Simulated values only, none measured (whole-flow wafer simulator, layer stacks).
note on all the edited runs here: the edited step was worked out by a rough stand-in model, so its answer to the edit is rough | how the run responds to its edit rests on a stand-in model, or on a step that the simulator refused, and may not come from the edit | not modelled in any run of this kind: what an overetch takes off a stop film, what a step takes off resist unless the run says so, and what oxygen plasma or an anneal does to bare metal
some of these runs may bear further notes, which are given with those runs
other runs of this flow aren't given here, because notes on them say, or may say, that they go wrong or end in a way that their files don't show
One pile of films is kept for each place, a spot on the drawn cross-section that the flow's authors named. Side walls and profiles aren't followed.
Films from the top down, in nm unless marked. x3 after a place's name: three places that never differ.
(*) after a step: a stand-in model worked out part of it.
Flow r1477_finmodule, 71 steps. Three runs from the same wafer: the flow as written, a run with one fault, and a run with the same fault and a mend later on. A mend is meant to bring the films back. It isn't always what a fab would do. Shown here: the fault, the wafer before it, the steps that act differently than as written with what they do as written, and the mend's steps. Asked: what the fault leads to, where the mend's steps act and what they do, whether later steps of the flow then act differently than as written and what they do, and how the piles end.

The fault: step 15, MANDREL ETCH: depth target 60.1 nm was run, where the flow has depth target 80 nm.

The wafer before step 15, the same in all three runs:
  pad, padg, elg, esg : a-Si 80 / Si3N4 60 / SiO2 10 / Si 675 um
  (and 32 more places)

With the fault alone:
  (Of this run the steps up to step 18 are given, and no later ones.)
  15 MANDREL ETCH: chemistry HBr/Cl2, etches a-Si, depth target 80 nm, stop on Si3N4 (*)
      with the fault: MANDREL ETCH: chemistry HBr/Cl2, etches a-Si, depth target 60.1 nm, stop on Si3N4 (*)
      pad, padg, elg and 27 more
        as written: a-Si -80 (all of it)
        with the fault: a-Si -60.1
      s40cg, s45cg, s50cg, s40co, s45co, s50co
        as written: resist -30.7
        with the fault: resist -23
  Later steps of the flow that act differently than as written:
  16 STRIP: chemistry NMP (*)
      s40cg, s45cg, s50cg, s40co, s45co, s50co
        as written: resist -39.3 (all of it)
        with the fault: resist -47 (all of it)
  After step 18 the piles differ from the flow's by more than 2% or 0.5 nm, whichever is larger, at pad, padg, elg and 27 more.
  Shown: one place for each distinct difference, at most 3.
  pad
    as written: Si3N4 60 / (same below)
    with the fault: a-Si 19.9 / Si3N4 60 / (same below)

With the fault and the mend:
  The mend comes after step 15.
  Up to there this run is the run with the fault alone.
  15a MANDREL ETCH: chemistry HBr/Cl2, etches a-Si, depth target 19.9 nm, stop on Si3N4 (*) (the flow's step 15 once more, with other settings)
      pad, padg, elg and 27 more
        a-Si -19.9 (all of it)
      s40cg, s45cg, s50cg, s40co, s45co, s50co
        resist -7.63
  No later step of the flow acts differently than as written at any place that is followed.
  At the end the piles are the same as the flow's at every place that both follow.
